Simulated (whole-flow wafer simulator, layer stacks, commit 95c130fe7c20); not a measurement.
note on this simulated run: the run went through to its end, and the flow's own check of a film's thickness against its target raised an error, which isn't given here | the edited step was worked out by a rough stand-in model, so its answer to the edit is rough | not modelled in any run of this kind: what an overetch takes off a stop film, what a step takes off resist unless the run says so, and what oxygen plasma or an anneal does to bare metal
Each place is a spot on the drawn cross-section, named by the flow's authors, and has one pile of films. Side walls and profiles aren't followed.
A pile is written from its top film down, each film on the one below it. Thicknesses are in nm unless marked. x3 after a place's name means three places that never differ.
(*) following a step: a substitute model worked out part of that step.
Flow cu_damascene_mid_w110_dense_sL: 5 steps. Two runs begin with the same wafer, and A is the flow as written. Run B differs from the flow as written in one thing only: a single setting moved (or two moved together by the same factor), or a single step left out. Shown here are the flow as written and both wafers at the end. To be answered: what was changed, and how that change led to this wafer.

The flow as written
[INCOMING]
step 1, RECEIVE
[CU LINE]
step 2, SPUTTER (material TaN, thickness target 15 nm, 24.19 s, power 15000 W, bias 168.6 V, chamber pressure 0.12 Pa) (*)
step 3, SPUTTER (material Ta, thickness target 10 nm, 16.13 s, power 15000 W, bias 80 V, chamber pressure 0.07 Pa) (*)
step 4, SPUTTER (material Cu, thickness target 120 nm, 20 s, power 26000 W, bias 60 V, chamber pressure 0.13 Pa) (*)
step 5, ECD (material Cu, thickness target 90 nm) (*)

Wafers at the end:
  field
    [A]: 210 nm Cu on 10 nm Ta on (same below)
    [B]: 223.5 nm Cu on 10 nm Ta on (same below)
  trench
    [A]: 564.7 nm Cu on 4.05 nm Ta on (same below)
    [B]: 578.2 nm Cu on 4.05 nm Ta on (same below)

What caused this: step 5, ECD: thickness target 103.5 nm was run, while the flow as written has thickness target 90 nm.

The path from the change to this, step by step:
  step 5, ECD (material Cu, thickness target 90 nm) (*)
      field: A Cu gains 90 | B Cu gains 103.5
      trench: A Cu gains 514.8 | B Cu gains 528.3
